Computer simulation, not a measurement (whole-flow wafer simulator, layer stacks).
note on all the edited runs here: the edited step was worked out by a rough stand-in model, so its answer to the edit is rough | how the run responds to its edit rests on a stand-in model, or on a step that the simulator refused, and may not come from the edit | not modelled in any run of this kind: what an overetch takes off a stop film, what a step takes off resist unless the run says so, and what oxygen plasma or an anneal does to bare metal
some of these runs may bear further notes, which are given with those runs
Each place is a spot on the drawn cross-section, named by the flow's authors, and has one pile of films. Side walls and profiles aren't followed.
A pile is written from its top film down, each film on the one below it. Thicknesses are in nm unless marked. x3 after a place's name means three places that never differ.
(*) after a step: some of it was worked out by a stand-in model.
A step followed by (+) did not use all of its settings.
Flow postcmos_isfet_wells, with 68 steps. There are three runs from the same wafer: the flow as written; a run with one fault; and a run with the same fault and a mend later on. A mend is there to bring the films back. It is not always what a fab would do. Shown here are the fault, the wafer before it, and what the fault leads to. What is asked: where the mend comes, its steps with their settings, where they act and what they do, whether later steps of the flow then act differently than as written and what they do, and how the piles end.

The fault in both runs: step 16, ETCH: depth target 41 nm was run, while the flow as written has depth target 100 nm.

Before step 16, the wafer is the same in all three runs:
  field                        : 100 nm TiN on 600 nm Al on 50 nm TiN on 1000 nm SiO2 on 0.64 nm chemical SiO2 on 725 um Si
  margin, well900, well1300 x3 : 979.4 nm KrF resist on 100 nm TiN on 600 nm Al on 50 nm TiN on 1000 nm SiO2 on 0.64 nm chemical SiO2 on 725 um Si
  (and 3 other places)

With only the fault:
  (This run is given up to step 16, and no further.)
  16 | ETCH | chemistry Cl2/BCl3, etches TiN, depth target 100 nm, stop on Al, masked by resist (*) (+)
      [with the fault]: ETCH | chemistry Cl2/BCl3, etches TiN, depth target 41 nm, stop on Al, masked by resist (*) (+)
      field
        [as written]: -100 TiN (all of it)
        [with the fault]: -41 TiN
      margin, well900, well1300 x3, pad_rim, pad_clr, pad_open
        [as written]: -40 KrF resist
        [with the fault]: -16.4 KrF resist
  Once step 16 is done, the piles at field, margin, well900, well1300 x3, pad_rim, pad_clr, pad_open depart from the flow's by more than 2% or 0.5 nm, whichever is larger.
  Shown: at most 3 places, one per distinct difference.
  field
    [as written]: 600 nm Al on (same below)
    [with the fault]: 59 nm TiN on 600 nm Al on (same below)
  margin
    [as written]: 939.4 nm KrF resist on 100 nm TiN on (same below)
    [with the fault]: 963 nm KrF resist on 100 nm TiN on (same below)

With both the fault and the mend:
  The mend stands after step 16.
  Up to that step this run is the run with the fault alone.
  16a | ETCH | chemistry Cl2/BCl3, etches TiN, depth target 59 nm, stop on Al, masked by resist (the flow's step 16 again, with other settings)
      margin, well900, well1300 x3, pad_rim, pad_clr, pad_open
        -23.6 KrF resist
      field
        -59 TiN (all of it)
  Later steps of the flow that are run all act as written at every place that is followed.
  The piles end the same as the flow's at every place that both follow.
